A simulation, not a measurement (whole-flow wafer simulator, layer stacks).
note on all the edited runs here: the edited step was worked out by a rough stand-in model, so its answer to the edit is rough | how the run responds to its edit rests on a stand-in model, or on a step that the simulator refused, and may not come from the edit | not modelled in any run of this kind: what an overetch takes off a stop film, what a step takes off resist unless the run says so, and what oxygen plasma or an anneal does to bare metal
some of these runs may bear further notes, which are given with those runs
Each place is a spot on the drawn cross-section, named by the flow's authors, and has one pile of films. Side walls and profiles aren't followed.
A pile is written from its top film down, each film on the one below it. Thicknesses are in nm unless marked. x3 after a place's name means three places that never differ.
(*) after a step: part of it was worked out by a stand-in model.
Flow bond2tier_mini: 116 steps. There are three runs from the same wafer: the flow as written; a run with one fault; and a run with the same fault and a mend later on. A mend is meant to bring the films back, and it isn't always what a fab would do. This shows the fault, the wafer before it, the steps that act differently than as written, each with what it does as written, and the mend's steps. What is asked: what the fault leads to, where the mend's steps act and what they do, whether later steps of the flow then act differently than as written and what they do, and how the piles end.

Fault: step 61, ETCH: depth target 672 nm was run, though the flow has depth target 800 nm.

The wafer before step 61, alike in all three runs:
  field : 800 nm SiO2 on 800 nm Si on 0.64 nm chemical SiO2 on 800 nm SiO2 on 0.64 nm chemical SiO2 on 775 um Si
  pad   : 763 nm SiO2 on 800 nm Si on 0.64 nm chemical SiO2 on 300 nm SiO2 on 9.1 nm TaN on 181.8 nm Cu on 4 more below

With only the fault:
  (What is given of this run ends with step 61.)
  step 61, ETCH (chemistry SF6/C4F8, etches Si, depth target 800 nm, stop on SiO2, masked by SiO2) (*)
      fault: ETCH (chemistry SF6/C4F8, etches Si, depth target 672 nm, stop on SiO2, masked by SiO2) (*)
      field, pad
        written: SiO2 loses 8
        fault: SiO2 loses 6.72
  After step 61 the piles are close to the flow's at the places that both follow, differing by at most 2% or 0.5 nm, whichever is larger.

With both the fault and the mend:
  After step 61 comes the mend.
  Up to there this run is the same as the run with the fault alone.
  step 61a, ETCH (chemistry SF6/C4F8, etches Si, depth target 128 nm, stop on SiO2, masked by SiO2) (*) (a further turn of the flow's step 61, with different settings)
      field, pad
        SiO2 loses 1.28
  Every later step of the flow that is run acts as written at every place that is followed.
  At every place that both follow, the piles at the end match the flow's.
